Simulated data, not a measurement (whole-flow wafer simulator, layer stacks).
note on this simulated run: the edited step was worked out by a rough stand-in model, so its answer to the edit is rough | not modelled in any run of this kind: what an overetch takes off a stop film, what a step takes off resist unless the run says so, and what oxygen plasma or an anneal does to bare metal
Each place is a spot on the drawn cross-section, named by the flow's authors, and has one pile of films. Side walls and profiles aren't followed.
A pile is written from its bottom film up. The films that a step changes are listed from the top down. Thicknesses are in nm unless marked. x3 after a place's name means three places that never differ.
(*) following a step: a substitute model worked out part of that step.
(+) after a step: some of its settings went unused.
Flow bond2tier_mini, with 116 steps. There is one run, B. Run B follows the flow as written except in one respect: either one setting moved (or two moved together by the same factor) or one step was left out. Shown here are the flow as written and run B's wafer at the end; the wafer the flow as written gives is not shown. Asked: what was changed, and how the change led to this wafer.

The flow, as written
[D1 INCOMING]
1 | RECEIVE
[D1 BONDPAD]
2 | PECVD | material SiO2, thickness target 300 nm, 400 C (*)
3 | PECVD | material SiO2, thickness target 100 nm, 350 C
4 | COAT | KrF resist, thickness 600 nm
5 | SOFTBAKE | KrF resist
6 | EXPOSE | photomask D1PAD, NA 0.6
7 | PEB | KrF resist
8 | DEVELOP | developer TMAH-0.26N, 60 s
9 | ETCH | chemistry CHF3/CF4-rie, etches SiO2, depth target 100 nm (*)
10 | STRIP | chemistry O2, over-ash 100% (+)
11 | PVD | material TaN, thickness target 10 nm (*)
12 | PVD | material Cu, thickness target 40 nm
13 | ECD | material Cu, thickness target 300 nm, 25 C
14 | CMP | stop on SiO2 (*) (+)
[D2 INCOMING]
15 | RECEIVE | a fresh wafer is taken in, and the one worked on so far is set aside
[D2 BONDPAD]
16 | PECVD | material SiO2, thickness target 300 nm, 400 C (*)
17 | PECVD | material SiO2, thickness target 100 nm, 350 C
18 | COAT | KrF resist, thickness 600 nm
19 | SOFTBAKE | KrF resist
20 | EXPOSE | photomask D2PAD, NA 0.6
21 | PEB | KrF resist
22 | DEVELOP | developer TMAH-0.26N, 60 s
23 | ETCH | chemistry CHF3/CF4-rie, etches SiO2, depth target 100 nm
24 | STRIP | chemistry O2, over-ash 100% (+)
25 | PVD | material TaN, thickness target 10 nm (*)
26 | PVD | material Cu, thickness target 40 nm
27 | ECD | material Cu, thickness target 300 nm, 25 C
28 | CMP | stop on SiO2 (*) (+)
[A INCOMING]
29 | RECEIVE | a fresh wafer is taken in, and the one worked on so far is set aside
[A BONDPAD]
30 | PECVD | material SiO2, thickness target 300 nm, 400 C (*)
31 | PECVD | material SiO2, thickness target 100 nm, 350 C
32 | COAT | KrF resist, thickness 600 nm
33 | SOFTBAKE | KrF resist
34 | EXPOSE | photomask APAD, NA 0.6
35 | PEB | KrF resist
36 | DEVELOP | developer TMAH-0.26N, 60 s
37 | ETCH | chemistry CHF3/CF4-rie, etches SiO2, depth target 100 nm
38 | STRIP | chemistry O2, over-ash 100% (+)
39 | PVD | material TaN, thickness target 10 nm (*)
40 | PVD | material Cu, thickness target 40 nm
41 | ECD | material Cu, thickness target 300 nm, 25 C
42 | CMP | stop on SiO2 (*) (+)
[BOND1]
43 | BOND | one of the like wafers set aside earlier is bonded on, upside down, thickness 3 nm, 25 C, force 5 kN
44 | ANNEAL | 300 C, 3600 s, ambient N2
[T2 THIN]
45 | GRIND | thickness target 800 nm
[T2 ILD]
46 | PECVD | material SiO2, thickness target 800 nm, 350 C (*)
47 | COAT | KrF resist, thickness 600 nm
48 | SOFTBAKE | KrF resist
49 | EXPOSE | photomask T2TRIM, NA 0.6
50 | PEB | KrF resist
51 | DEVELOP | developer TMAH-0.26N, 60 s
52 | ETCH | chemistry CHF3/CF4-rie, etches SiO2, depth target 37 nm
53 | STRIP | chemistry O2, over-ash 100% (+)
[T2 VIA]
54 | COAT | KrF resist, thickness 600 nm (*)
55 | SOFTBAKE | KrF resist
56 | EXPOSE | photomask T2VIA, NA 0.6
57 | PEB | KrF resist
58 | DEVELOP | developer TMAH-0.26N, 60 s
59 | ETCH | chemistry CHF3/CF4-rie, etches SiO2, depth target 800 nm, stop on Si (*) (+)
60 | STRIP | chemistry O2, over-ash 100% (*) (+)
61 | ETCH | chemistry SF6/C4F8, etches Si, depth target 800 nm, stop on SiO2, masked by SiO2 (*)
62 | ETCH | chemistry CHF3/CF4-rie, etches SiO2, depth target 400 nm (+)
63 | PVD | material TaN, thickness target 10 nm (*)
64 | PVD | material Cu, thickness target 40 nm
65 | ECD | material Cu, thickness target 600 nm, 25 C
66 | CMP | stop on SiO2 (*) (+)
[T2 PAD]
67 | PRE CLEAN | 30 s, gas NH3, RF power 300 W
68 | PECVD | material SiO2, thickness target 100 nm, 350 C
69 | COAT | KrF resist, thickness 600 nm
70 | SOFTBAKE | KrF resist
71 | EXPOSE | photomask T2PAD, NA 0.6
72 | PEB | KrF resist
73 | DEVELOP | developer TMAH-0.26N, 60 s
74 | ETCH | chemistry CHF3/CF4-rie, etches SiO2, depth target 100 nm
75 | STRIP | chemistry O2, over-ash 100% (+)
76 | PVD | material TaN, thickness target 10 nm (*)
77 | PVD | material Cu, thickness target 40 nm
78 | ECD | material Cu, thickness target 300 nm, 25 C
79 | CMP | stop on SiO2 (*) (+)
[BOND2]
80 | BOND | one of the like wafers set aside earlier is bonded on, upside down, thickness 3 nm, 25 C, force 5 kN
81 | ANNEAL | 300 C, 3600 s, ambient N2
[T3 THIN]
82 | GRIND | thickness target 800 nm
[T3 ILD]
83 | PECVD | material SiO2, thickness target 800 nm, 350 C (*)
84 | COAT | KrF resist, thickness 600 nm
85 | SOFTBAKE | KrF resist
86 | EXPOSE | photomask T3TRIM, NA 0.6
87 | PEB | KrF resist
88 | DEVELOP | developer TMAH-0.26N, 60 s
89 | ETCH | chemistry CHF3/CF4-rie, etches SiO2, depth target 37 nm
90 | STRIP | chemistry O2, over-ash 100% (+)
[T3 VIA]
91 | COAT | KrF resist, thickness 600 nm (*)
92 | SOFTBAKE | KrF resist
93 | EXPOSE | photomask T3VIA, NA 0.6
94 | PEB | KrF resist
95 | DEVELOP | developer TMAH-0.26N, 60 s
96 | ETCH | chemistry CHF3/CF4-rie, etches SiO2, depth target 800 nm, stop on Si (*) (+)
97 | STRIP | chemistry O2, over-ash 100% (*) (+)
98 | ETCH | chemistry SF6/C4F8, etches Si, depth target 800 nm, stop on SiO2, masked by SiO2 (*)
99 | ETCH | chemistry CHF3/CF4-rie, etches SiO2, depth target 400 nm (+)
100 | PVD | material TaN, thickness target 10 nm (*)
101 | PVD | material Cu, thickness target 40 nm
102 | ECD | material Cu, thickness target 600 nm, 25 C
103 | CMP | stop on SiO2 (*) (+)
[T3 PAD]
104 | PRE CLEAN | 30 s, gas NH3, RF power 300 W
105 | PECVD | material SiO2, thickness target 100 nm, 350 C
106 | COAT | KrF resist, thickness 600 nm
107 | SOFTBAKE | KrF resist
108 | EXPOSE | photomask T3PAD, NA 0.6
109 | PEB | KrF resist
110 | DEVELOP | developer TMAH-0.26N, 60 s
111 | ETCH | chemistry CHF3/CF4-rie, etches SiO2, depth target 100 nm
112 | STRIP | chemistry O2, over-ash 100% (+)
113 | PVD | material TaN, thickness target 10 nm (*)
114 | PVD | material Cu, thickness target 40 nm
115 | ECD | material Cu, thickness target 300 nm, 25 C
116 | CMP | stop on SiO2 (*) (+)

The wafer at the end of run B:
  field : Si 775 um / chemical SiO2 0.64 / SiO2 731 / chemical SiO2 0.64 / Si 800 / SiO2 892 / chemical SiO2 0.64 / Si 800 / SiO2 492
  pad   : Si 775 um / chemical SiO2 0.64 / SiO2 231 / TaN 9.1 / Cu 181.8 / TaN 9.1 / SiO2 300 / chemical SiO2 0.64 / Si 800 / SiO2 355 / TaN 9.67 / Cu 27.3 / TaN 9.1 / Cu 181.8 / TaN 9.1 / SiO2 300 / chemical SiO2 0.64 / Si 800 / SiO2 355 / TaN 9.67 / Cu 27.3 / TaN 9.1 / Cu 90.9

Cause: step 30, PECVD: thickness target 231 nm was run, though the flow has thickness target 300 nm.
One can read it off the wafer: pad has SiO2 231, and step 30 as written asks for 300 nm.

How this came from the change, step by step:
  30 | PECVD | material SiO2, thickness target 300 nm, 400 C (*)
      field, pad, via: +231 SiO2 (new film) (as written it would have been: +300 SiO2 (new film))
